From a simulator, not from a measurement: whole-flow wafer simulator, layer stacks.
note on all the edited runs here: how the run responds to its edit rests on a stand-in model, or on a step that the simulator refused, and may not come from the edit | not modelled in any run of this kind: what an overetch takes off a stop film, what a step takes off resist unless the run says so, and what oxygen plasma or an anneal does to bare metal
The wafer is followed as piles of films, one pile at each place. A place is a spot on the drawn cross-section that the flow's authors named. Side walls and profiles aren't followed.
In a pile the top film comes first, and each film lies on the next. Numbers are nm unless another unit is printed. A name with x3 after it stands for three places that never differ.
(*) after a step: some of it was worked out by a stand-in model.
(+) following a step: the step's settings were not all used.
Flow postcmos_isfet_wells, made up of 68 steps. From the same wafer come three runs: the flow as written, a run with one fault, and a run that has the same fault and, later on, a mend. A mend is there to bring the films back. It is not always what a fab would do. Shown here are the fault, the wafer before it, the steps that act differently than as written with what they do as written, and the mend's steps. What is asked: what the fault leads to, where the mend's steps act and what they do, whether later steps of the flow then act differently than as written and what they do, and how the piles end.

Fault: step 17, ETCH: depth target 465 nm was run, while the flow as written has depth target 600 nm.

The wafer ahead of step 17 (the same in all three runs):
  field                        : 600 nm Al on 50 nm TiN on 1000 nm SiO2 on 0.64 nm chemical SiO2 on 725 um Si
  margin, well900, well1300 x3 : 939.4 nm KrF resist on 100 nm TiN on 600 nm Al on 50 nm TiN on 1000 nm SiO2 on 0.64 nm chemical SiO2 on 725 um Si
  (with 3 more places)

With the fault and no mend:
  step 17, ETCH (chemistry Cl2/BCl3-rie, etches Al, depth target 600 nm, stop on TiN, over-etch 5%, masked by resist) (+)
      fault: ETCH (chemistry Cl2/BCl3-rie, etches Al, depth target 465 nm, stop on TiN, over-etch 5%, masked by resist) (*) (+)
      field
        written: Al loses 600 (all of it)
        fault: Al loses 465
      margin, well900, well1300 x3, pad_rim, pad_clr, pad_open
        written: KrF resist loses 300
        fault: KrF resist loses 232.5
  Steps further on in the flow that do not act as written:
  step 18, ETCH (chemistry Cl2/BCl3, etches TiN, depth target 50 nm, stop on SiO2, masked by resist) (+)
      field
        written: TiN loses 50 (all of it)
        fault: Al loses 50
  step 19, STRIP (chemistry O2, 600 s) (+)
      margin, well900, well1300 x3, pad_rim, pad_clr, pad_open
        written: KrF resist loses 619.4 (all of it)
        fault: KrF resist loses 686.9 (all of it)
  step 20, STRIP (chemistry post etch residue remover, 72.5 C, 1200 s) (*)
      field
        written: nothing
        fault: Al loses 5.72
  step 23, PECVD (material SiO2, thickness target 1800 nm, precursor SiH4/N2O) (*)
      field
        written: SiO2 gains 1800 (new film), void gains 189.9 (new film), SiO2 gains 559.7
        fault: SiO2 gains 2420.3 (new film)
  The piles end different from the flow's at field by more than 2% or 0.5 nm, whichever is larger.
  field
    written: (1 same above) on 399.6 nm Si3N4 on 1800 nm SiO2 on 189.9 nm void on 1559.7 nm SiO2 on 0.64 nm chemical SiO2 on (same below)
    fault: (1 same above) on 399.6 nm Si3N4 on 2420.3 nm SiO2 on 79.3 nm Al on 50 nm TiN on 1000 nm SiO2 on 0.64 nm chemical SiO2 on (same below)

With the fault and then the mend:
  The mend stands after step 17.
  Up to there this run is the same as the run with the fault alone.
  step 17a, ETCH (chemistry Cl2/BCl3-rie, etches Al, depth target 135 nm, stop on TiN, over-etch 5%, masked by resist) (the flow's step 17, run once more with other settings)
      margin, well900, well1300 x3, pad_rim, pad_clr, pad_open
        KrF resist loses 67.5
      field
        Al loses 135 (all of it)
  Later steps of the flow that are run all act as written at every place that is followed.
  The piles end the same as the flow's at every place that both follow.
